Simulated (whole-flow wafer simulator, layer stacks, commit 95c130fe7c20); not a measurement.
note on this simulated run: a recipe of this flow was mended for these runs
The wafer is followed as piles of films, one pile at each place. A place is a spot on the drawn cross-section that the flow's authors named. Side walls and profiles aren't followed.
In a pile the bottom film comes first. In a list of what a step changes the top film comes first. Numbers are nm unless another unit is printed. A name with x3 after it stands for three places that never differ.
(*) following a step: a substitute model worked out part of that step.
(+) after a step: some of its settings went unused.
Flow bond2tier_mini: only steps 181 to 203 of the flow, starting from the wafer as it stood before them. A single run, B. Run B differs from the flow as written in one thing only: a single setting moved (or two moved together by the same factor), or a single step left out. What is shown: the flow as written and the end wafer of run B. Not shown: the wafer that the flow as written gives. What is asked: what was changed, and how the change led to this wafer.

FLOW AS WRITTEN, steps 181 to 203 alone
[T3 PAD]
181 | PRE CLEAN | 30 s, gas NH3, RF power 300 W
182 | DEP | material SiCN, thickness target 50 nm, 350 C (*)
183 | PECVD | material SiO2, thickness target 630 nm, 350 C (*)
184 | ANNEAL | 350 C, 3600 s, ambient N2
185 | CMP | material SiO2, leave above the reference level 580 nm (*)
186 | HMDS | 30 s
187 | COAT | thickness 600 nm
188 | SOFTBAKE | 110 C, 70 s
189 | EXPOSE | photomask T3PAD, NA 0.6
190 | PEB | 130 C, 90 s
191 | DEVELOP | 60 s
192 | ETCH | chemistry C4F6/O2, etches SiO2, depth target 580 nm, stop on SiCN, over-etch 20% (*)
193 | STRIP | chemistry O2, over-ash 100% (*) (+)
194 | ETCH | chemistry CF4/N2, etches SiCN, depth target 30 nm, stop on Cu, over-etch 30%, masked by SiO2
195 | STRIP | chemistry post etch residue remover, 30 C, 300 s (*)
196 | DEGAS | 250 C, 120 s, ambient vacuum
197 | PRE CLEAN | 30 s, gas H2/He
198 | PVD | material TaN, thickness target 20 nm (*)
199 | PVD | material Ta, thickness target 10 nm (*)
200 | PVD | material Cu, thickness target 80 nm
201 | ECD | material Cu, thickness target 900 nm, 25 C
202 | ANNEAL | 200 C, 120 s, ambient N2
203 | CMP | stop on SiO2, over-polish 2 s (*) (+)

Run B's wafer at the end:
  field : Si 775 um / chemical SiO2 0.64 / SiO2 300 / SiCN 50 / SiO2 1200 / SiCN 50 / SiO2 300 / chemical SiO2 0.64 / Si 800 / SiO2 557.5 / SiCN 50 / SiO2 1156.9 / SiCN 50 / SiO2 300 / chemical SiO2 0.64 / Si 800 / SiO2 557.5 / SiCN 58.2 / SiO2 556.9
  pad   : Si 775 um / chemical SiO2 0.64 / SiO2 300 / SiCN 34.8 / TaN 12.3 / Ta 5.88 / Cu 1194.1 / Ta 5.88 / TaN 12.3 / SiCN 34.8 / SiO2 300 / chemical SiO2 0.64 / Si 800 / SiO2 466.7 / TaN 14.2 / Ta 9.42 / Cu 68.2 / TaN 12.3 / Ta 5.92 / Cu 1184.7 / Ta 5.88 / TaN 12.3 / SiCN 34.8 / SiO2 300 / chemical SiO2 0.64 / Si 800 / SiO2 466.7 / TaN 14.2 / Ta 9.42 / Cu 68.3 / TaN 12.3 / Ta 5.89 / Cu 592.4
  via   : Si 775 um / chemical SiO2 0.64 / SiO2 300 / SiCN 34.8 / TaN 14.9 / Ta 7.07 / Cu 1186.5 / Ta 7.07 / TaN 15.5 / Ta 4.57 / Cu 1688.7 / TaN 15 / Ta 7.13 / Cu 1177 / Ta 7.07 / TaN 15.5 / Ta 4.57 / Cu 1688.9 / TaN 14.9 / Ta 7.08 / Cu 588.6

What caused this: step 182, DEP: thickness target 58.2 nm was run, while the flow as written has thickness target 50 nm.
The wafer itself shows it: field has SiCN 58.2, and step 182 as written asks for 50 nm.

The path from the change to this, step by step:
  182 | DEP | material SiCN, thickness target 50 nm, 350 C (*)
      field, pad, via: SiCN gains 58.2 (new film) (as written it would have been: SiCN gains 50 (new film))
  194 | ETCH | chemistry CF4/N2, etches SiCN, depth target 30 nm, stop on Cu, over-etch 30%, masked by SiO2
      pad: SiCN loses 38.6 (all of it) (as written it would have been: SiCN loses 30.4 (all of it), Cu loses 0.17)
      via: SiCN loses 38.6 (all of it), Cu loses 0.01 (as written it would have been: SiCN loses 30.4 (all of it), Cu loses 0.17)
